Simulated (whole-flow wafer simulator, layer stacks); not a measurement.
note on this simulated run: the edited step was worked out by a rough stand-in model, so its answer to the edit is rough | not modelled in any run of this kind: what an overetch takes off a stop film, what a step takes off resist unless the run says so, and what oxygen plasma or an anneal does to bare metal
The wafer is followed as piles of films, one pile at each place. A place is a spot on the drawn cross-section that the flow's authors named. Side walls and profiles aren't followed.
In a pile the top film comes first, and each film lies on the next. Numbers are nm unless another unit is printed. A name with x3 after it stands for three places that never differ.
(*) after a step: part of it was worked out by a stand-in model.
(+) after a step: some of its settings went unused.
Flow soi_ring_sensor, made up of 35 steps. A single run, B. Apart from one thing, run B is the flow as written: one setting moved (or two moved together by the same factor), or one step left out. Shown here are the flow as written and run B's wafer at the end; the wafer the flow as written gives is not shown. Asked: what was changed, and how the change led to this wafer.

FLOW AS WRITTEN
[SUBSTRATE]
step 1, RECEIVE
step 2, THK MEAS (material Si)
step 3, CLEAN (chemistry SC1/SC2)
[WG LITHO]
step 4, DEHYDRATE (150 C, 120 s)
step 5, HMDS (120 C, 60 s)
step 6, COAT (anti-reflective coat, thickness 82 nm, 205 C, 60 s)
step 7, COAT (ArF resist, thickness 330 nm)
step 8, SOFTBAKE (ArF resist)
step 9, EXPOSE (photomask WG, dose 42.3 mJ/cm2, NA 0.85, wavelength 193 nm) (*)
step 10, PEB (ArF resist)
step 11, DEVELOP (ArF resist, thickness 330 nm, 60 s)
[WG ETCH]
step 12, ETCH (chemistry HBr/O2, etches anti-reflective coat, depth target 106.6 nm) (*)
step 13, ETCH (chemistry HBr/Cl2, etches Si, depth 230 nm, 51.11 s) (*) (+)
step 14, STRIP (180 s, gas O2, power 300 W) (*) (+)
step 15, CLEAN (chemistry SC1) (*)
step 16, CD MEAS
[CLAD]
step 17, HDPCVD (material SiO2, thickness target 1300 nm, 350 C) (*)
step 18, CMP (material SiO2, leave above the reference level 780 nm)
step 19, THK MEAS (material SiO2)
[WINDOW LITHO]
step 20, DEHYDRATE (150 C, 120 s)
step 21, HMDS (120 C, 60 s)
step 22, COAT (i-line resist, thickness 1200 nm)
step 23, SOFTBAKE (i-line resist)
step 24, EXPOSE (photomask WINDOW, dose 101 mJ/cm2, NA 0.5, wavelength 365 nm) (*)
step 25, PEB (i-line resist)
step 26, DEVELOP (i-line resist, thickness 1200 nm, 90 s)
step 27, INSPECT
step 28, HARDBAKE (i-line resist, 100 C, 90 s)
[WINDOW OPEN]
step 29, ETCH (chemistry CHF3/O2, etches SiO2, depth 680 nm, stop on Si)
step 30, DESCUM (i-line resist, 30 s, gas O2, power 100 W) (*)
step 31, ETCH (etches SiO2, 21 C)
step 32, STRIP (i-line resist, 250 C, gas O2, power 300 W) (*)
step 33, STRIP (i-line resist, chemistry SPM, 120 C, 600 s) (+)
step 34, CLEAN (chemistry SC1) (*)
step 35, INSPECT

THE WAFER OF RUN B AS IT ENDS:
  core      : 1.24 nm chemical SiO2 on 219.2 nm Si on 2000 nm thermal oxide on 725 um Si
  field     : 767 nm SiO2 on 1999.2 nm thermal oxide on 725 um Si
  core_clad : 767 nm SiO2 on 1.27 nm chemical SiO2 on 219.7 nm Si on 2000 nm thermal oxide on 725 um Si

What caused this: step 17, HDPCVD: thickness target 767 nm was run, while the flow as written has thickness target 1300 nm.

How this came from the change, step by step:
  step 17, HDPCVD (material SiO2, thickness target 1300 nm, 350 C) (*)
      core, gap, window, field, core_clad, gap_clad: +767 SiO2 (new film) (it would be, as written: +1300 SiO2 (new film))
  step 18, CMP (material SiO2, leave above the reference level 780 nm)
      gap, window, field, gap_clad: nothing (it would be, as written: -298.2 SiO2)
      core, core_clad: nothing (it would be, as written: -520 SiO2)
  step 22, COAT (i-line resist, thickness 1200 nm)
      core, core_clad: +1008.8 i-line resist (new film) (it would be, as written: +1200 i-line resist (new film))
      gap, gap_clad: +1232.8 i-line resist (new film) (it would be, as written: +1200 i-line resist (new film))
  step 23, SOFTBAKE (i-line resist)
      core, core_clad: -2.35 i-line resist (it would be, as written: nothing)
      gap, gap_clad: -2.89 i-line resist (it would be, as written: nothing)
      (also at 1 further place)
  step 25, PEB (i-line resist)
      core, core_clad: -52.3 i-line resist (it would be, as written: -62.8 i-line resist)
      gap, gap_clad: -64.4 i-line resist (it would be, as written: -62.8 i-line resist)
  step 26, DEVELOP (i-line resist, thickness 1200 nm, 90 s)
      core: -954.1 i-line resist (all of it) (it would be, as written: -1137.2 i-line resist (all of it))
      gap: -1165.5 i-line resist (all of it) (it would be, as written: -1137.2 i-line resist (all of it))
  step 31, ETCH (etches SiO2, 21 C)
      core: -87 SiO2 (all of it), -1.27 chemical SiO2 (all of it) (it would be, as written: -100 SiO2 (all of it), -1.27 chemical SiO2 (all of it))
  step 32, STRIP (i-line resist, 250 C, gas O2, power 300 W) (*)
      core_clad: -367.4 i-line resist (all of it) (it would be, as written: -550.1 i-line resist (all of it))
